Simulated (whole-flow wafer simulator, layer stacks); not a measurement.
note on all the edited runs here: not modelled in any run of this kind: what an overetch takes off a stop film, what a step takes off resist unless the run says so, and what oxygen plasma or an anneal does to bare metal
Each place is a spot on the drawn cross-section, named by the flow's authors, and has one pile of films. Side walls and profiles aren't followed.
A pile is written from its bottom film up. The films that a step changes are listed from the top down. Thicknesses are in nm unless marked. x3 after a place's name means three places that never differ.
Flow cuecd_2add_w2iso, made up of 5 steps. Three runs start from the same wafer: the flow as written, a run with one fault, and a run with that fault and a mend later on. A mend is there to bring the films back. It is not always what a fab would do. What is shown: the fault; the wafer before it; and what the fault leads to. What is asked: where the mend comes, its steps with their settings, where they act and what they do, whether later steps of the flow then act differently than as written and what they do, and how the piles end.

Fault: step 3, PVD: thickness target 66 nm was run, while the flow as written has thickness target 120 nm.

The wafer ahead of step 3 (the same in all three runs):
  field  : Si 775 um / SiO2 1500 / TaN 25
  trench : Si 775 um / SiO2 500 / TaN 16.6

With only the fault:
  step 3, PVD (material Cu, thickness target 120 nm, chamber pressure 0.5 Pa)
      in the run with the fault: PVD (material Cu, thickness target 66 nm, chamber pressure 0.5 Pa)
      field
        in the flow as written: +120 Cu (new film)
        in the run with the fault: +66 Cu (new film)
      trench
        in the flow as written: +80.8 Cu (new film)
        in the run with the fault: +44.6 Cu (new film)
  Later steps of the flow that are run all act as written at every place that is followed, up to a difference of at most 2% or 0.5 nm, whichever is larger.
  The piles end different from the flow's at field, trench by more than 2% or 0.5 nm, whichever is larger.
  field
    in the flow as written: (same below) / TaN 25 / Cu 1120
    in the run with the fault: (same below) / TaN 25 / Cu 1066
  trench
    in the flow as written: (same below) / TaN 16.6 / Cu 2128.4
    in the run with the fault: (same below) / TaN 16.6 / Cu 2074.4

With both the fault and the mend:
  The mend follows step 3.
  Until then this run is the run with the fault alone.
  step 3a, PVD (material Cu, thickness target 54 nm, chamber pressure 0.5 Pa) (the flow's step 3, run once more with other settings)
      field
        +54 Cu
      trench
        +35.8 Cu
  Later steps of the flow that are run all act as written at every place that is followed, up to a difference of at most 2% or 0.5 nm, whichever is larger.
  By the end, the piles equal the flow's at every place that both follow.
